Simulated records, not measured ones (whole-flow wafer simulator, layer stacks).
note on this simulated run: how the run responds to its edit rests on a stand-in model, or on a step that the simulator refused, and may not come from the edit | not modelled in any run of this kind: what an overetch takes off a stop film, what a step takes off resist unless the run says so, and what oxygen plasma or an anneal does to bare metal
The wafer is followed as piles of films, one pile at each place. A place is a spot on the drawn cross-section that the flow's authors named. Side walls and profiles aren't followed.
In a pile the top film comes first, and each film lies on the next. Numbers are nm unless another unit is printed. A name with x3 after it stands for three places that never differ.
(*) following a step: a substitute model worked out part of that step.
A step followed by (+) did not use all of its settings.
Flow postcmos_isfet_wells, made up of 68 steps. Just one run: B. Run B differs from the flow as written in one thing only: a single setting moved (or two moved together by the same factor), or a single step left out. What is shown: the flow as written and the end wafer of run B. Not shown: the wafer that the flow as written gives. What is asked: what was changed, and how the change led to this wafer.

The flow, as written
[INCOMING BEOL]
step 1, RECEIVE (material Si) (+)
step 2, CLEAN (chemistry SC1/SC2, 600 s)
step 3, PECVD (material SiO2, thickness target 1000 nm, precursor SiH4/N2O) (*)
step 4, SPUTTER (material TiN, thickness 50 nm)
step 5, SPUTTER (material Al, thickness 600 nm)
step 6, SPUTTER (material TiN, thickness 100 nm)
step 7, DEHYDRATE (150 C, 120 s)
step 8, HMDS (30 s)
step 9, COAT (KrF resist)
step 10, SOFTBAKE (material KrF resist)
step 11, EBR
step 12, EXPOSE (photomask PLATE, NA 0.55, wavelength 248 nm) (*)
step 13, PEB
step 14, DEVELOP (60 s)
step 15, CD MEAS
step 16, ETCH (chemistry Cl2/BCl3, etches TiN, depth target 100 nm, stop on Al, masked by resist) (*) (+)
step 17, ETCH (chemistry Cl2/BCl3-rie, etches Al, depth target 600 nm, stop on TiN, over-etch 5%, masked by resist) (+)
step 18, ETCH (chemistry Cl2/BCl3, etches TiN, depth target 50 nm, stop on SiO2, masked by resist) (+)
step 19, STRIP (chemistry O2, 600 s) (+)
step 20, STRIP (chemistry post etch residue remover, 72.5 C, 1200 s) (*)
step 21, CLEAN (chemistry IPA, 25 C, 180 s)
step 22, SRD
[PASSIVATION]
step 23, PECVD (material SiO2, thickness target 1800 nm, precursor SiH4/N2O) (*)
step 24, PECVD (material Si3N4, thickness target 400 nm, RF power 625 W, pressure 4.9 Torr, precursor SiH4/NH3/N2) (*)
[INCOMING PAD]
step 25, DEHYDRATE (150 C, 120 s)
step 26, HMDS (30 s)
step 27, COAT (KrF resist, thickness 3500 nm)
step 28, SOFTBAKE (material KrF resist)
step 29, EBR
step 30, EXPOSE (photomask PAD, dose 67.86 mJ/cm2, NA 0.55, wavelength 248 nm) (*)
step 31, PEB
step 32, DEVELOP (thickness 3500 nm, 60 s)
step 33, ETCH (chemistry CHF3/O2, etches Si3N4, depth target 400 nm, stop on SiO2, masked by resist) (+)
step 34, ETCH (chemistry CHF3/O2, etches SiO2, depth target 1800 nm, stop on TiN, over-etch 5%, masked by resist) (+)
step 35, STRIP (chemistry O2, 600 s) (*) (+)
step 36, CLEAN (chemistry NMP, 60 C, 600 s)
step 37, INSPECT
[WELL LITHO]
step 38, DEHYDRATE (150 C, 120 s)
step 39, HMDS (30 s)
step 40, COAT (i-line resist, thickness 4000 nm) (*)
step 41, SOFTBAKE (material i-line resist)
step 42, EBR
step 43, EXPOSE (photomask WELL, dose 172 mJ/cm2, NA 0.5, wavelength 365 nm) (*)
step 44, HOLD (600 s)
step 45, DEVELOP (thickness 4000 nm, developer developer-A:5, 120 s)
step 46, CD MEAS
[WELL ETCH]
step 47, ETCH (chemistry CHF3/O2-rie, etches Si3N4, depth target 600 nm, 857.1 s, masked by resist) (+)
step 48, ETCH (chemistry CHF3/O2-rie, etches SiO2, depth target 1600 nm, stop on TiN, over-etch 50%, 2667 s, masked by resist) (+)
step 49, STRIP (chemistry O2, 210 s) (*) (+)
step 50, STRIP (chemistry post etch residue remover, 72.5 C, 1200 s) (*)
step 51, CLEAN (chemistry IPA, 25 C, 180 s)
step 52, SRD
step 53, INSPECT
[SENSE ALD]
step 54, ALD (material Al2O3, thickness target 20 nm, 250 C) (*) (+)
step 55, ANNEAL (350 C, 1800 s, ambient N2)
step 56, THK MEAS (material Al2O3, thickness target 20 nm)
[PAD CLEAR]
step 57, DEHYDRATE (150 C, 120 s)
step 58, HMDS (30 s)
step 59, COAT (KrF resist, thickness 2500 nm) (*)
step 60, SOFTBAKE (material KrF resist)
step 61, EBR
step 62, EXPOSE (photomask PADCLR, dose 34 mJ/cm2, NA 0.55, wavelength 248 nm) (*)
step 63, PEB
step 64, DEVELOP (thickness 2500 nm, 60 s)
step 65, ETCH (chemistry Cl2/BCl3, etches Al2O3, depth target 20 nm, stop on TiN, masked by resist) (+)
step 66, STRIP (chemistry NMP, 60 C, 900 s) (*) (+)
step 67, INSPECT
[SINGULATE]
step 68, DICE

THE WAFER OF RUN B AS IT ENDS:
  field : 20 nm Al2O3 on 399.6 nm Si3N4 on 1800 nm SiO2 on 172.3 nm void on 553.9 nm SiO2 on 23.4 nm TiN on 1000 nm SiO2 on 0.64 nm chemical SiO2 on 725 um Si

The reason: step 18, ETCH: depth target 26.2 nm was run, while the flow as written has depth target 50 nm.

The path from the change to this, step by step:
  step 18, ETCH (chemistry Cl2/BCl3, etches TiN, depth target 50 nm, stop on SiO2, masked by resist) (+)
      field: -26.2 TiN (it would be, as written: -50 TiN (all of it))
      margin, well900, well1300 x3, pad_rim, pad_clr, pad_open: -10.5 KrF resist (it would be, as written: -20 KrF resist)
  step 23, PECVD (material SiO2, thickness target 1800 nm, precursor SiH4/N2O) (*)
      field: +1800 SiO2 (new film), +172.3 void (new film), +553.9 SiO2 (new film) (it would be, as written: +1800 SiO2 (new film), +189.9 void (new film), +559.7 SiO2)
Taking metal films that touch as one body, field has 1 body; the flow as written gives 0 bodies.
